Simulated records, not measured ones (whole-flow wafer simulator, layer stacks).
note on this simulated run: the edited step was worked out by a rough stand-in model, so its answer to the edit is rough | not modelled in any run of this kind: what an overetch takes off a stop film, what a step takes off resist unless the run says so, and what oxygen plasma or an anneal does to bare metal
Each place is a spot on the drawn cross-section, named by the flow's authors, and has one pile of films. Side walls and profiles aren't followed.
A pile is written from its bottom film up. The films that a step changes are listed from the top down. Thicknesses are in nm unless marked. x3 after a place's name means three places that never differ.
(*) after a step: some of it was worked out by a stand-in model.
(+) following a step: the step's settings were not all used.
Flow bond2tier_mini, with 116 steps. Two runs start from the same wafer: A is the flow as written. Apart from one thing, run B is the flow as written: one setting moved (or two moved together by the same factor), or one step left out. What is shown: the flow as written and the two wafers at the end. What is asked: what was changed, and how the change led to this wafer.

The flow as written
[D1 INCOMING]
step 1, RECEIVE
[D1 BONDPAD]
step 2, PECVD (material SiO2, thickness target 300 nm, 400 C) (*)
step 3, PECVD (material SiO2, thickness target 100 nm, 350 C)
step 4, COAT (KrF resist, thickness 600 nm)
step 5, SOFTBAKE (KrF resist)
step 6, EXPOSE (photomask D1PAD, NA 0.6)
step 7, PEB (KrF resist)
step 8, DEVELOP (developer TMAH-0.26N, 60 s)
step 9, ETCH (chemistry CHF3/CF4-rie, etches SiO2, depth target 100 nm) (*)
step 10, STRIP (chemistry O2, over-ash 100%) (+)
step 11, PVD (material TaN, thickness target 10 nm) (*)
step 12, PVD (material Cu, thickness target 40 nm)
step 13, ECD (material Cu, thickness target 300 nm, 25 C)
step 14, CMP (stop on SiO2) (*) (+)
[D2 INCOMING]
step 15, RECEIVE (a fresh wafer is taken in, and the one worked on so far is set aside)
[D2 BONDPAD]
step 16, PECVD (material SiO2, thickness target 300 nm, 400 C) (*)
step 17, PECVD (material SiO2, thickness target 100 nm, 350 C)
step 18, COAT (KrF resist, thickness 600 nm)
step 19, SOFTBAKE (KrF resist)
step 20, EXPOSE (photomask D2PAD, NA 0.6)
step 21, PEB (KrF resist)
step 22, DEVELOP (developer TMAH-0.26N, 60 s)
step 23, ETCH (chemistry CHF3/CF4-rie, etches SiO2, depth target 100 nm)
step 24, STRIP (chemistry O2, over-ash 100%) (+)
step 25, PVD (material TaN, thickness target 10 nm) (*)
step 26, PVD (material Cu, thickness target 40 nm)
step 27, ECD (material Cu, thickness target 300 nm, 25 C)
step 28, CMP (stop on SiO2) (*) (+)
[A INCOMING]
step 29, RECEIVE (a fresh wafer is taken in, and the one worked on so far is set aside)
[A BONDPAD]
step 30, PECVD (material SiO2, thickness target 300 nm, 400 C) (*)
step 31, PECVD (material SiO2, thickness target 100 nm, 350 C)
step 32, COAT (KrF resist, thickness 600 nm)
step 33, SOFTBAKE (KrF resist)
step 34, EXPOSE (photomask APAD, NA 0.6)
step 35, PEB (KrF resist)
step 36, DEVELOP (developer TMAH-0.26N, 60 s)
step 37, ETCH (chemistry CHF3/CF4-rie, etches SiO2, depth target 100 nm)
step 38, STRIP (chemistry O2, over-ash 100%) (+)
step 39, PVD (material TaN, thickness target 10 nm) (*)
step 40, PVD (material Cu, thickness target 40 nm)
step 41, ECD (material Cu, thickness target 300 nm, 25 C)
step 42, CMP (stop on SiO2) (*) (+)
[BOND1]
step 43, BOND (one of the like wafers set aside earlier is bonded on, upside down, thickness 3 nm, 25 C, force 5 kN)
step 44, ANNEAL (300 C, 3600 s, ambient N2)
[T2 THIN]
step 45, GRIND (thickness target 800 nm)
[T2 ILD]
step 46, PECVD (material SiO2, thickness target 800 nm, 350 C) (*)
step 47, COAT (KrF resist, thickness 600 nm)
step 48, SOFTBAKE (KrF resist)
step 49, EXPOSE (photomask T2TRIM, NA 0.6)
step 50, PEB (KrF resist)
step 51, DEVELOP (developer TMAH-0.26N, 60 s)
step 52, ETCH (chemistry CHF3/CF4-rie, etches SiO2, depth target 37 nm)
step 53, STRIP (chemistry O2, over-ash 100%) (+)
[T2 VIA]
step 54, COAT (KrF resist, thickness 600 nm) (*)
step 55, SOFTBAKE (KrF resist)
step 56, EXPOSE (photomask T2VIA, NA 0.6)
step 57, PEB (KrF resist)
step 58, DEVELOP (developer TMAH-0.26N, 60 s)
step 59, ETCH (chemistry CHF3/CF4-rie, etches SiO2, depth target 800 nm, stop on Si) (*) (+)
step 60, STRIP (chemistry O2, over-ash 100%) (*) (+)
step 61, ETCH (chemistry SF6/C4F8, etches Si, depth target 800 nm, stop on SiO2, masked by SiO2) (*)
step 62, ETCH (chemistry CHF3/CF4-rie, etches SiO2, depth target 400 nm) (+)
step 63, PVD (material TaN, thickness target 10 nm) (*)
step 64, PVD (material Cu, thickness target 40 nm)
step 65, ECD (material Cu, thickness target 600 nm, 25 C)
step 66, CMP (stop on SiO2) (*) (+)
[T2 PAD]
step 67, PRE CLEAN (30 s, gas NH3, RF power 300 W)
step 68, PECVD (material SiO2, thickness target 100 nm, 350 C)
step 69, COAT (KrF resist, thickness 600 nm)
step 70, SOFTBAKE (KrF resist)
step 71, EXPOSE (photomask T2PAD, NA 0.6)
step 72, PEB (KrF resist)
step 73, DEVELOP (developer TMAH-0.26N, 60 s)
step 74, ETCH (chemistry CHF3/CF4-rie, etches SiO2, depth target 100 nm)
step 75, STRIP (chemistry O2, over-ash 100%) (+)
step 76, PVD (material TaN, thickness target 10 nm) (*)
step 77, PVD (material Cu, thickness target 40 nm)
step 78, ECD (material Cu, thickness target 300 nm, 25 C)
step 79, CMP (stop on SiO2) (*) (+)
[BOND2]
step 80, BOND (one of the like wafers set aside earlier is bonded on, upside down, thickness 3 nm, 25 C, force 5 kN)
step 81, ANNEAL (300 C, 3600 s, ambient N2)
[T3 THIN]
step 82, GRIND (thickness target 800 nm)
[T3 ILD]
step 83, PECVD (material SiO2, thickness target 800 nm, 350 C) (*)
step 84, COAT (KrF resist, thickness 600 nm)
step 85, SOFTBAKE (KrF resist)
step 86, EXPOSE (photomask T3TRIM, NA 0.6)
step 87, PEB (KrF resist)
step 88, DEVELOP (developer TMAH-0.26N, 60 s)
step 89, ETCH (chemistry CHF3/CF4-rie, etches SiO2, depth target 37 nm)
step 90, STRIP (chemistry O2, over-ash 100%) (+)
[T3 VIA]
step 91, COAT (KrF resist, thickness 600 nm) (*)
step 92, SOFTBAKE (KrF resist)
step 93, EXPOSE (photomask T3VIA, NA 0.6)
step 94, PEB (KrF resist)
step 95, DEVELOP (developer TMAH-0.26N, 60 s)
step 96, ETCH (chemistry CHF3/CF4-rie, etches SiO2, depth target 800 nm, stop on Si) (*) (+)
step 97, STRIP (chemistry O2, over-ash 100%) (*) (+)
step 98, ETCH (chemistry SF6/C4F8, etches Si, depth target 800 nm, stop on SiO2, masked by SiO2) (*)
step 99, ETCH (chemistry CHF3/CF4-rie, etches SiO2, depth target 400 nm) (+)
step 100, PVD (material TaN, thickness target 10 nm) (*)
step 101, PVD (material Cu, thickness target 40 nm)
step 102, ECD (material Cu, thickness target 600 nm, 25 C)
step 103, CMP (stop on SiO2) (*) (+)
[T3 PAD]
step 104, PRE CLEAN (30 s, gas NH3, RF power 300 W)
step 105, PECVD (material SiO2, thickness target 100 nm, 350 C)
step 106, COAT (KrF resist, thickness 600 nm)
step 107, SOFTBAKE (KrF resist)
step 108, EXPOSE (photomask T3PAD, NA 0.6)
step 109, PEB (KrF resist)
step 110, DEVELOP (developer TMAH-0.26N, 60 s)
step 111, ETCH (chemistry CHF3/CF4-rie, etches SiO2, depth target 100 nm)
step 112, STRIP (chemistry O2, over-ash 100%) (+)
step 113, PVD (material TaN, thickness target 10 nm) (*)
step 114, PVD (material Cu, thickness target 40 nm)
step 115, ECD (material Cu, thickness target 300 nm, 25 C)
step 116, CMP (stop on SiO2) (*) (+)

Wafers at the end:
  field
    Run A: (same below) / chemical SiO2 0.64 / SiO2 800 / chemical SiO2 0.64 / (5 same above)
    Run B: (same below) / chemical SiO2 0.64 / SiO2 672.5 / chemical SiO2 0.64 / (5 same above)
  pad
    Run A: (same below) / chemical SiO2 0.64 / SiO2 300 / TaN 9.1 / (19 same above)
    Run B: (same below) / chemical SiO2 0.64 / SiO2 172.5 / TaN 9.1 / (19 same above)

The reason: step 30, PECVD: thickness target 172.5 nm was run, whereas the flow has thickness target 300 nm.
The wafer lets one read it off: pad has SiO2 172.5, and step 30 as written asks for 300 nm.

The path from the change to this, step by step:
  step 30, PECVD (material SiO2, thickness target 300 nm, 400 C) (*)
      field, pad, via: A +300 SiO2 (new film) | B +172.5 SiO2 (new film)
